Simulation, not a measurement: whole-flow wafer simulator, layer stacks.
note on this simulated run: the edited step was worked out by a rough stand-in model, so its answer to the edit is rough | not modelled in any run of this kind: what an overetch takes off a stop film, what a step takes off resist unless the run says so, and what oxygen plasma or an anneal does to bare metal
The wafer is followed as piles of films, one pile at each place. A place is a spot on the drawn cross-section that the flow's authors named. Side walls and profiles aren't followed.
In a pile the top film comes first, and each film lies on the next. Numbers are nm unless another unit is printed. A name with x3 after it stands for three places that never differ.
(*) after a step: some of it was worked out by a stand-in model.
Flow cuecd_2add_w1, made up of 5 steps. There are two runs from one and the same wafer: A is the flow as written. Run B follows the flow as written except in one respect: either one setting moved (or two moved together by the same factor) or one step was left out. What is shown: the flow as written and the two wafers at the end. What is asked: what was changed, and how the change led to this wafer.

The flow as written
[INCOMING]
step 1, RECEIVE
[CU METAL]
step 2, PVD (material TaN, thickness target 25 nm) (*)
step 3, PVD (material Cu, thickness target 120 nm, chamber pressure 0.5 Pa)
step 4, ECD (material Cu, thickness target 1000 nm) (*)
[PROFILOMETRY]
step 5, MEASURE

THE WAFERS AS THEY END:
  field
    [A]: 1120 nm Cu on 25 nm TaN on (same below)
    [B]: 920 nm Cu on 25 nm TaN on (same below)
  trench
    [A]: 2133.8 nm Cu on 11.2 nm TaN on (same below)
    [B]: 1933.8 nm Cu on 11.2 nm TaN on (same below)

The reason: step 4, ECD: thickness target 800 nm was run, while the flow as written has thickness target 1000 nm.

Step by step, how the change led to this:
  step 4, ECD (material Cu, thickness target 1000 nm) (*)
      field: A +1000 Cu | B +800 Cu
      trench: A +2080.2 Cu | B +1880.2 Cu
